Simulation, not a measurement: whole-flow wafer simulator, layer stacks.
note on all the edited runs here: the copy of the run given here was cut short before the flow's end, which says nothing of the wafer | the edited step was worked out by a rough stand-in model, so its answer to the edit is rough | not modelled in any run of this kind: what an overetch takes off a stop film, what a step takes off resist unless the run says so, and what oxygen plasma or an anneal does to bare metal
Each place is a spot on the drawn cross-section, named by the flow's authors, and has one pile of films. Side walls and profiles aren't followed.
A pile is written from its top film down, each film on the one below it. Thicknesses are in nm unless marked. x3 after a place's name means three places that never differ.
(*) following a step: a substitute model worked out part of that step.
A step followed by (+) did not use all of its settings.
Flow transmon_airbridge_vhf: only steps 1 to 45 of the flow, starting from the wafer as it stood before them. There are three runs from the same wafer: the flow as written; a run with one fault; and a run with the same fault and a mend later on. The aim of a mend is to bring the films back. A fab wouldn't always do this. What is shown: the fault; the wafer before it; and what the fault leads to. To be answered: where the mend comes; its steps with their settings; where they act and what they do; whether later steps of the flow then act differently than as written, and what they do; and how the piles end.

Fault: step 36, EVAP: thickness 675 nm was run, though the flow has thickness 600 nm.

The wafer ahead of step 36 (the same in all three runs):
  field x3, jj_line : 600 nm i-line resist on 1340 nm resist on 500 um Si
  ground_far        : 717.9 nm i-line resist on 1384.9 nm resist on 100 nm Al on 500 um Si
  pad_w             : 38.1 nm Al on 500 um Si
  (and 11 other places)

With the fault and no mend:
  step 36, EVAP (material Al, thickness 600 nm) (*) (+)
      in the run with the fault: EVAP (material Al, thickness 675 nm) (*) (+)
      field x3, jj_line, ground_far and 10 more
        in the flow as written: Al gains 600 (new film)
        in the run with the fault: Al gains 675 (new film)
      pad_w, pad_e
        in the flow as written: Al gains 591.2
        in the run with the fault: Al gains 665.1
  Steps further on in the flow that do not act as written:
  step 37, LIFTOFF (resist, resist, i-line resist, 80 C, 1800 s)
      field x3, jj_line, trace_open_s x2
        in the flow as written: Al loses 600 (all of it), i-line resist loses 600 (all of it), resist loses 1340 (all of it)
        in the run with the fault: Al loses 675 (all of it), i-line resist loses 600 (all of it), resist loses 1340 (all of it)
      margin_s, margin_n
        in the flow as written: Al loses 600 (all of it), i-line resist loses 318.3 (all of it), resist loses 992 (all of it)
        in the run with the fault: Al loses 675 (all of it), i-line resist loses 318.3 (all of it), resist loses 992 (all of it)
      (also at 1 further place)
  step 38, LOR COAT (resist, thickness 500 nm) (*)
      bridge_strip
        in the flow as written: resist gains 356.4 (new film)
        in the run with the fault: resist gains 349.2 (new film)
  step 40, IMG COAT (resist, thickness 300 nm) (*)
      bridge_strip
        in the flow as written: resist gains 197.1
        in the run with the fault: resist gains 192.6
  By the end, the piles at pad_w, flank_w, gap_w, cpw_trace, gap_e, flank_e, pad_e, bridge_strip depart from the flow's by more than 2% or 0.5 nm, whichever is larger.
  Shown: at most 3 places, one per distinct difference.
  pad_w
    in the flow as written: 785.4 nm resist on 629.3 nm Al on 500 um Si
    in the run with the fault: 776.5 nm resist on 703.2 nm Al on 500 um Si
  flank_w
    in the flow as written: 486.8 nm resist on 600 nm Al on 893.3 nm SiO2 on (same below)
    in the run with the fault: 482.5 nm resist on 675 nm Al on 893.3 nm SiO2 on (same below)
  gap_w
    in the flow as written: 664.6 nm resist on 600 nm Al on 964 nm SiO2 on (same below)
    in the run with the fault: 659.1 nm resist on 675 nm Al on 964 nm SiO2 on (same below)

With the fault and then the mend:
  After step 36 comes the mend.
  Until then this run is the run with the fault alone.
  step 36a, METAL ETCH (etches Al, depth 75 nm) (a further turn of the flow's step 11, with different settings)
      field x3, jj_line, ground_far and 12 more
        Al loses 75
  Later steps of the flow that are run all act as written at every place that is followed, up to a difference of at most 2% or 0.5 nm, whichever is larger.
  When the end is reached, the piles differ only a little from the flow's at the places that both follow, at most by 2% or 0.5 nm, whichever is larger.
